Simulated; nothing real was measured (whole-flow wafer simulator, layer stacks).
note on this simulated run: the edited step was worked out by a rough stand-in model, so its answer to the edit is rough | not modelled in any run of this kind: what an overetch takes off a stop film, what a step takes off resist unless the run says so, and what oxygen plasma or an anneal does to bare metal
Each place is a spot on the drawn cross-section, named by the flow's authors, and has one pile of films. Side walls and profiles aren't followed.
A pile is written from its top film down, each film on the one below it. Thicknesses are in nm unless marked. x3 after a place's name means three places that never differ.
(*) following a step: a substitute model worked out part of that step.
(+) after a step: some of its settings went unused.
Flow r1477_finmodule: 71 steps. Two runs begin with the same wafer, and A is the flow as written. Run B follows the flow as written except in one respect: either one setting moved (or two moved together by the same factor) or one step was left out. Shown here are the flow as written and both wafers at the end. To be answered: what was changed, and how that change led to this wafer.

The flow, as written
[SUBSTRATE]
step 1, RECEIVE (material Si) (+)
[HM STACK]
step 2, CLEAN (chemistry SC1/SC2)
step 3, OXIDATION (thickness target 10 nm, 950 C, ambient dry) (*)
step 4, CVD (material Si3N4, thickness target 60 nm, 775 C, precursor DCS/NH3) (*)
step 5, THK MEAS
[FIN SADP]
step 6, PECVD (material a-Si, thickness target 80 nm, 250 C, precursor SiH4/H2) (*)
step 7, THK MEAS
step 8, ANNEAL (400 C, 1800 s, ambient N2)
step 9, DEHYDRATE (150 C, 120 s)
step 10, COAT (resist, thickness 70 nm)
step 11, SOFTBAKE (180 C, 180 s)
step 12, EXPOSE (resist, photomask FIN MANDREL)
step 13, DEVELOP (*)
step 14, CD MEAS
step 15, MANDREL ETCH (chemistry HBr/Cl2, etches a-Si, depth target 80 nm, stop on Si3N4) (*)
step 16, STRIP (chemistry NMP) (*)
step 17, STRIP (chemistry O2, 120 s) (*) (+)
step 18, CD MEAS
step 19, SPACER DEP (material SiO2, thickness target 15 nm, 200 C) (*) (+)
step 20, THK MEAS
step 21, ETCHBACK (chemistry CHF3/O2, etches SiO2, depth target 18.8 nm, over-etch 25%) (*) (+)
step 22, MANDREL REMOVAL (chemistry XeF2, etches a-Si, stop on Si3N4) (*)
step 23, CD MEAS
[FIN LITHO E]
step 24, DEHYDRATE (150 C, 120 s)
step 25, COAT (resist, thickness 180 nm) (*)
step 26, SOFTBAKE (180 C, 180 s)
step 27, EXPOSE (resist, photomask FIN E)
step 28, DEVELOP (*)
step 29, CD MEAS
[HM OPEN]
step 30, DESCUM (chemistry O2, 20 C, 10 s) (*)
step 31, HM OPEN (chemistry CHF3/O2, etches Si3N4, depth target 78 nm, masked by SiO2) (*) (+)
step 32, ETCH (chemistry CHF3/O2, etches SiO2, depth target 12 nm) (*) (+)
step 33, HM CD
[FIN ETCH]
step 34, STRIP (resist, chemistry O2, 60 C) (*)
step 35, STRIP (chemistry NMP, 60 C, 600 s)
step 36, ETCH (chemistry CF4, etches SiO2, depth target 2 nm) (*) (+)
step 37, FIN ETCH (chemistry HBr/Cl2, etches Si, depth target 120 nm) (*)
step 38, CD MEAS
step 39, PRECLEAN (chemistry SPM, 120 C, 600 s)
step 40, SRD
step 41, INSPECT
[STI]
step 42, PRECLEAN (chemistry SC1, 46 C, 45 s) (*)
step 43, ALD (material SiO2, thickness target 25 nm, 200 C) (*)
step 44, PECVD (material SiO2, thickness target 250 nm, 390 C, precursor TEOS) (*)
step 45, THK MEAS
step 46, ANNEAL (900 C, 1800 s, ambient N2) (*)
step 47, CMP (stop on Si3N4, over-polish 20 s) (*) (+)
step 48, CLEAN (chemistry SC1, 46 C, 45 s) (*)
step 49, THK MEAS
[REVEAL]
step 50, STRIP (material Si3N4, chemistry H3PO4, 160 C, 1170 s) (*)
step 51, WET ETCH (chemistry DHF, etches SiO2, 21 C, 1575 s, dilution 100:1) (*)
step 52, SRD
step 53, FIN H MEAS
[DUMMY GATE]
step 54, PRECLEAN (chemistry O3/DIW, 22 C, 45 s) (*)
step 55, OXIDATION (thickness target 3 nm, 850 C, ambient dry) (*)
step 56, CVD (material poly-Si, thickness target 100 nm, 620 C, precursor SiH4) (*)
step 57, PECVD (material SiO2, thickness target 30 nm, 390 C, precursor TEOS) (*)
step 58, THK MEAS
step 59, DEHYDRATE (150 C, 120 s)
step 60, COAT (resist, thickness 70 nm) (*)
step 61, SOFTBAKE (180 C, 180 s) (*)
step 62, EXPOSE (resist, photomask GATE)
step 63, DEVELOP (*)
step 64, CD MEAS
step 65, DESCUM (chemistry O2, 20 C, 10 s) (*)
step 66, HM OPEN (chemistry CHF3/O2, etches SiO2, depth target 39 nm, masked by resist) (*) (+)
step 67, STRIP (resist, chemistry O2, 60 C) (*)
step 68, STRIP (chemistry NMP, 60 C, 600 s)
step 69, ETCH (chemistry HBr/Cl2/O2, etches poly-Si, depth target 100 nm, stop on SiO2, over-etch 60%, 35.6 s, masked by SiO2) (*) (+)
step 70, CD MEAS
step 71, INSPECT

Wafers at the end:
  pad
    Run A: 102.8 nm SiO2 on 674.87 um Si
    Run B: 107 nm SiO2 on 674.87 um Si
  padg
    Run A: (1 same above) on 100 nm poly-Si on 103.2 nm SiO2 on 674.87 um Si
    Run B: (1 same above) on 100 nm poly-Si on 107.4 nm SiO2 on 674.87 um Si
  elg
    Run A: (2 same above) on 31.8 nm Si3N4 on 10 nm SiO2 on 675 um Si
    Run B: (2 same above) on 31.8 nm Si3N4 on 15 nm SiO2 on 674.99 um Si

What caused this: step 3, OXIDATION: thickness target 15 nm was run, though the flow has thickness target 10 nm.
The wafer itself shows it: elg has SiO2 15, and step 3 as written asks for 10 nm.

Step by step, how the change led to this:
  step 3, OXIDATION (thickness target 10 nm, 950 C, ambient dry) (*)
      pad, padg, elg and 33 more: A SiO2 gains 10 (new film), chemical SiO2 loses 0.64 (all of it), Si loses 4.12 | B SiO2 gains 15 (new film), chemical SiO2 loses 0.64 (all of it), Si loses 6.32
  step 31, HM OPEN (chemistry CHF3/O2, etches Si3N4, depth target 78 nm, masked by SiO2) (*) (+)
      pad, padg, esg and 13 more: A Si3N4 loses 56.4 (all of it), SiO2 loses 10 (all of it) | B Si3N4 loses 56.4 (all of it), SiO2 loses 10.8
  step 32, ETCH (chemistry CHF3/O2, etches SiO2, depth target 12 nm) (*) (+)
      pad, padg, e40sg and 11 more: A Si loses 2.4 | B SiO2 loses 4.19 (all of it), Si loses 1.56
      esg, eso: A Si loses 1.77 | B SiO2 loses 4.19 (all of it), Si loses 1.56
      (and at 6 other places as well)
  step 43, ALD (material SiO2, thickness target 25 nm, 200 C) (*)
      esg: A SiO2 gains 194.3 (new film) | B SiO2 gains 199 (new film)
  step 47, CMP (stop on Si3N4, over-polish 20 s) (*) (+)
      pad, padg, e40sg and 11 more: A SiO2 loses 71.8 | B SiO2 loses 67.6
      eso: A SiO2 loses 72.4 | B SiO2 loses 67.6
  step 51, WET ETCH (chemistry DHF, etches SiO2, 21 C, 1575 s, dilution 100:1) (*)
      s40sg_line, s45sg_line, s50sg_line, s40so_line, s45so_line, s50so_line: A SiO2 loses 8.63 (all of it) | B SiO2 loses 13.6 (all of it)
  step 56, CVD (material poly-Si, thickness target 100 nm, 620 C, precursor SiH4) (*)
      s40cg, s40co: A poly-Si gains 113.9 (new film) | B poly-Si gains 108.9 (new film)
      s45cg, s45co: A poly-Si gains 113.4 (new film) | B poly-Si gains 108.4 (new film)
      (and at 2 other places as well)
  step 60, COAT (resist, thickness 70 nm) (*)
      s40sg, s40so: A resist gains 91 (new film) | B resist gains 86.3 (new film)
      s45sg, s45so: A resist gains 91 (new film) | B resist gains 86.2 (new film)
      (and at 2 other places as well)
  step 63, DEVELOP (*)
      s40so: A resist loses 91 (all of it) | B resist loses 86.3 (all of it)
      s45so: A resist loses 91 (all of it) | B resist loses 86.2 (all of it)
      (and at 1 other place as well)
  step 67, STRIP (resist, chemistry O2, 60 C) (*)
      s40sg: A resist loses 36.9 (all of it) | B resist loses 32.2 (all of it)
      s45sg: A resist loses 36.9 (all of it) | B resist loses 32.1 (all of it)
      (and at 1 other place as well)
  step 69, ETCH (chemistry HBr/Cl2/O2, etches poly-Si, depth target 100 nm, stop on SiO2, over-etch 60%, 35.6 s, masked by SiO2) (*) (+)
      s40co: A chemical SiO2 loses 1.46 (all of it), poly-Si loses 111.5 (all of it), SiO2 loses 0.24 | B chemical SiO2 loses 1.46 (all of it), poly-Si loses 106.5 (all of it), SiO2 loses 0.27
      s45co: A chemical SiO2 loses 1.46 (all of it), poly-Si loses 110.9 (all of it), SiO2 loses 0.25 | B chemical SiO2 loses 1.46 (all of it), poly-Si loses 105.9 (all of it), SiO2 loses 0.27
      (and at 1 other place as well)
